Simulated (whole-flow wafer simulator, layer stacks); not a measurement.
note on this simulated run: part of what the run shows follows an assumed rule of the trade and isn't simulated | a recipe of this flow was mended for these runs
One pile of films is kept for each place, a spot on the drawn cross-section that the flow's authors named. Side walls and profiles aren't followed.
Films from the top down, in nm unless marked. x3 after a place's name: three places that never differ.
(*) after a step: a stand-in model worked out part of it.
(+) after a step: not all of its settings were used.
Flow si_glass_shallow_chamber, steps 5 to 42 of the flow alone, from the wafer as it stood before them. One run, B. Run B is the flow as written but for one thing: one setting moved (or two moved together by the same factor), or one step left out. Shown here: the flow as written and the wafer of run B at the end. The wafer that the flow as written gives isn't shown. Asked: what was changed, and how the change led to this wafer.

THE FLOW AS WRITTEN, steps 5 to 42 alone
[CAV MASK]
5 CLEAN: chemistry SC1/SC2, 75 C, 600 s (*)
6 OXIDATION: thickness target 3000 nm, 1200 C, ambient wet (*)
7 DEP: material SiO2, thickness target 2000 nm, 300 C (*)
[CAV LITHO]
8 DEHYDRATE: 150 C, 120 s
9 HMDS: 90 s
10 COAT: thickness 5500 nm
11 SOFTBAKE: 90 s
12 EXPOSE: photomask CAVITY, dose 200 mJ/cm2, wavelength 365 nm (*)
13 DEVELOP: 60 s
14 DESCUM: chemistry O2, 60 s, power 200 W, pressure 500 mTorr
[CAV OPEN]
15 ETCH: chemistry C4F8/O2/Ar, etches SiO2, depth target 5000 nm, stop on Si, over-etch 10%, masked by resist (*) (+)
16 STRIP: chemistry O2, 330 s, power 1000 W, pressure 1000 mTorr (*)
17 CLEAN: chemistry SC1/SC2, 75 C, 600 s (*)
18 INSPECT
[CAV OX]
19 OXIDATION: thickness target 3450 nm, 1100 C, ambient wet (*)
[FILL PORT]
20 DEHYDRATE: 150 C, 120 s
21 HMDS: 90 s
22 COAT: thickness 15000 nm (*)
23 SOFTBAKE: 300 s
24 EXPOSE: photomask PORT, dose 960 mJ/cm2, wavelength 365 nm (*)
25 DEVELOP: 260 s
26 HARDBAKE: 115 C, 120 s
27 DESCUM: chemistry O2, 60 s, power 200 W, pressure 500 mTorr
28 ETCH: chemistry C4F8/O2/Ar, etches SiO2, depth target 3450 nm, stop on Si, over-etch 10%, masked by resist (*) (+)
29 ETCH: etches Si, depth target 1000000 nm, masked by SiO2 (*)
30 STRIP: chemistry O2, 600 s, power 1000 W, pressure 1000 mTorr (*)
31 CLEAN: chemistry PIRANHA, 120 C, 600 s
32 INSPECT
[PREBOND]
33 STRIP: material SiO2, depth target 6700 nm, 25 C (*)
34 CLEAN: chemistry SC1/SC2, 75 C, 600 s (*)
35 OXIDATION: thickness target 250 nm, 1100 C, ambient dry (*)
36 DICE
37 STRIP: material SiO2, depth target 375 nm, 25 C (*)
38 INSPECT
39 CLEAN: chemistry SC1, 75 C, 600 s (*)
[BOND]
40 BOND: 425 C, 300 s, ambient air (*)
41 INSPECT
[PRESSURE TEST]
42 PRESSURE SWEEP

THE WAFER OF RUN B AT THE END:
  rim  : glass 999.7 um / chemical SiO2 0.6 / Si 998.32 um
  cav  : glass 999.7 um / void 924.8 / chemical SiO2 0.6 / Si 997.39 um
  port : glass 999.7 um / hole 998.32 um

The cause: step 6, OXIDATION: thickness target 2280 nm was run, where the flow has thickness target 3000 nm; step 15, ETCH: depth target 3800 nm was run, where the flow has depth target 5000 nm.

How the change led to this, step by step:
  6 OXIDATION: thickness target 3000 nm, 1200 C, ambient wet (*)
      rim, ramp, cav, port, septum, ring: SiO2 +2280 (new film), chemical SiO2 -0.6 (all of it), Si -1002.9 (as written it would be: SiO2 +3000 (new film), chemical SiO2 -0.6 (all of it), Si -1319.7)
  15 ETCH: chemistry C4F8/O2/Ar, etches SiO2, depth target 5000 nm, stop on Si, over-etch 10%, masked by resist (*) (+)
      cav, port: SiO2 -4180 (as written it would be: SiO2 -5000 (all of it), Si -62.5)
      rim, ramp, septum, ring: thick-i-line-resist -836 (as written it would be: thick-i-line-resist -1100)
  16 STRIP: chemistry O2, 330 s, power 1000 W, pressure 1000 mTorr (*)
      cav, port: nothing (as written it would be: chemical SiO2 +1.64 (new film), Si -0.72)
      rim, ramp, septum, ring: thick-i-line-resist -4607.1 (all of it) (as written it would be: thick-i-line-resist -4343.1 (all of it))
  17 CLEAN: chemistry SC1/SC2, 75 C, 600 s (*)
      cav, port: SiO2 -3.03 (as written it would be: chemical SiO2 -1.04, Si -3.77)
  19 OXIDATION: thickness target 3450 nm, 1100 C, ambient wet (*)
      cav, port: SiO2 +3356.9, Si -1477 (as written it would be: SiO2 +3450 (new film), chemical SiO2 -0.6 (all of it), Si -1517.7)
      rim, ramp, septum, ring: SiO2 +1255, Si -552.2 (as written it would be: SiO2 +1110.9, Si -488.8)
  22 COAT: thickness 15000 nm (*)
      rim: thick-i-line-resist +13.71 um (new film) (as written it would be: thick-i-line-resist +13.4 um (new film))
      ramp: thick-i-line-resist +13.3 um (new film) (as written it would be: thick-i-line-resist +12.89 um (new film))
      (and at 4 more places)
  23 SOFTBAKE: 300 s
      rim: thick-i-line-resist -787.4 (as written it would be: thick-i-line-resist -997)
      ramp: thick-i-line-resist -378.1 (as written it would be: thick-i-line-resist -487.1)
      (and at 4 more places)
  25 DEVELOP: 260 s
      port: thick-i-line-resist -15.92 um (all of it) (as written it would be: thick-i-line-resist -16.16 um (all of it))
  26 HARDBAKE: 115 C, 120 s
      rim, ramp: thick-i-line-resist -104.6 (as written it would be: thick-i-line-resist -98.2)
      cav: thick-i-line-resist -143.8 (as written it would be: thick-i-line-resist -147.1)
  29 ETCH: etches Si, depth target 1000000 nm, masked by SiO2 (*)
      rim, ramp: thick-i-line-resist -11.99 um (all of it), SiO2 -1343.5 (as written it would be: thick-i-line-resist -11.47 um (all of it), SiO2 -1617.3)
      port: hole +997.47 um (new film), Si -997.47 um (all of it) (as written it would be: hole +997.05 um (new film), Si -997.05 um (all of it))
      (and at 2 more places)
  30 STRIP: chemistry O2, 600 s, power 1000 W, pressure 1000 mTorr (*)
      cav: thick-i-line-resist -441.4 (all of it) (as written it would be: thick-i-line-resist -669.6 (all of it))
  33 STRIP: material SiO2, depth target 6700 nm, 25 C (*)
      rim, ramp: SiO2 -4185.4 (all of it) (as written it would be: SiO2 -4487.5 (all of it))
      septum: SiO2 -5180.1 (all of it) (as written it would be: SiO2 -5732.1 (all of it))
      (and at 1 more place)
  40 BOND: 425 C, 300 s, ambient air (*)
      cav: glass +999.7 um (new film), void +924.8 (new film) (as written it would be: glass +999.7 um (new film), void +1095.9 (new film))
      port: glass +999.7 um (new film), hole +845.6 (as written it would be: glass +999.7 um (new film), hole +1017.3)
